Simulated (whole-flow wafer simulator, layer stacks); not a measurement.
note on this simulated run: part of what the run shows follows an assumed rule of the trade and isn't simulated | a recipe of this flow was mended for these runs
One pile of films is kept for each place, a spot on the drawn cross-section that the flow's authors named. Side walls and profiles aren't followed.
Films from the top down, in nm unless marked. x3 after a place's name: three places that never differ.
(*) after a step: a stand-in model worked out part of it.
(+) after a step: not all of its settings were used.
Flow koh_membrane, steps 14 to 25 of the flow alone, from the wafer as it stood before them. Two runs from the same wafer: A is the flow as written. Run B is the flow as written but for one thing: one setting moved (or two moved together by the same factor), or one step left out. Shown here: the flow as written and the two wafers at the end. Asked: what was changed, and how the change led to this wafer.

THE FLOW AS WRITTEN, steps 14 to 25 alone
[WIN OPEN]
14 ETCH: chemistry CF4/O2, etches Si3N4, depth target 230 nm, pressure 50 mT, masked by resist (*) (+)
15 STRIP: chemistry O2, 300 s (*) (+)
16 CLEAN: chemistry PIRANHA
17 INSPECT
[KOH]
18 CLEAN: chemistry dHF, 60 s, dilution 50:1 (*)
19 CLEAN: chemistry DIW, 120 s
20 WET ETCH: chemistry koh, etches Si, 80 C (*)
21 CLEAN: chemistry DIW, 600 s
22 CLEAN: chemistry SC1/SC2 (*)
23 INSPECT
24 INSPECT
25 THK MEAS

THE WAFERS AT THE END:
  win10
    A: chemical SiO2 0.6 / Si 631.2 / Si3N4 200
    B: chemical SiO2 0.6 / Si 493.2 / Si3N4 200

The cause: step 14, ETCH: depth target 368 nm was run, where the flow has depth target 230 nm.

How the change led to this, step by step:
  14 ETCH: chemistry CF4/O2, etches Si3N4, depth target 230 nm, pressure 50 mT, masked by resist (*) (+)
      win20 x4, win10: A Si3N4 -200 (all of it), chemical SiO2 -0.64 (all of it), Si -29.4 | B Si3N4 -200 (all of it), chemical SiO2 -0.64 (all of it), Si -167.4
      field: A i-line-resist -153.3 | B i-line-resist -245.3
  15 STRIP: chemistry O2, 300 s (*) (+)
      field: A i-line-resist -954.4 (all of it) | B i-line-resist -862.4 (all of it)
